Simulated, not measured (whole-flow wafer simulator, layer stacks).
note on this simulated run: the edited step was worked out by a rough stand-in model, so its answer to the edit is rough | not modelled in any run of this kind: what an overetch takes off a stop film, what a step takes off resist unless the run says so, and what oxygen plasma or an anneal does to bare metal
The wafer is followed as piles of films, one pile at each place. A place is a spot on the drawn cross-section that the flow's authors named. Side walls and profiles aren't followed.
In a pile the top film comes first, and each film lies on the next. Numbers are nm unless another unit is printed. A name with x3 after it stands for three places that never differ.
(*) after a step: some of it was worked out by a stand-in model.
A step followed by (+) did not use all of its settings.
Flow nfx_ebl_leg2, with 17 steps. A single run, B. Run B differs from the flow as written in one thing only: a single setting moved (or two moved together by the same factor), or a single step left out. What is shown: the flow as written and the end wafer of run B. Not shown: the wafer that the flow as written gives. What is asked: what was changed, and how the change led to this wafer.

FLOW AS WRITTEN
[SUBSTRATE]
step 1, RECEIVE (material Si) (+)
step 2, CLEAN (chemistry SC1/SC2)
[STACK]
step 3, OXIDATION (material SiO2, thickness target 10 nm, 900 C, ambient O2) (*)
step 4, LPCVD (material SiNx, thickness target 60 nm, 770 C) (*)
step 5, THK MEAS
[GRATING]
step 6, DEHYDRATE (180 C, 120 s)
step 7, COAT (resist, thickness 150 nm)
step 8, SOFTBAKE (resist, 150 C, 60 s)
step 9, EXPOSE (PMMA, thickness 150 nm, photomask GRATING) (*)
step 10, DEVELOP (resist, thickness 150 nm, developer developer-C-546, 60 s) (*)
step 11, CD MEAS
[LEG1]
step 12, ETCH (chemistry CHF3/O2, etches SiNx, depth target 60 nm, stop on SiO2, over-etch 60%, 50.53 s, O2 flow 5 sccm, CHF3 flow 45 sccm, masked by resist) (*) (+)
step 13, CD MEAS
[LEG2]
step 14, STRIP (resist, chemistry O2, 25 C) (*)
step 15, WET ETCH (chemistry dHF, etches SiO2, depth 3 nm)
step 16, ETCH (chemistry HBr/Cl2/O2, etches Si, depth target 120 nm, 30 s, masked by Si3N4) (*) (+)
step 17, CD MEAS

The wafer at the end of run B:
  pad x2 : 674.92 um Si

The reason: step 16, ETCH: depth target 72 nm was run, while the flow as written has depth target 120 nm.

The path from the change to this, step by step:
  step 16, ETCH (chemistry HBr/Cl2/O2, etches Si, depth target 120 nm, 30 s, masked by Si3N4) (*) (+)
      pad x2: -72 Si (in the flow as written it would be: -120 Si)
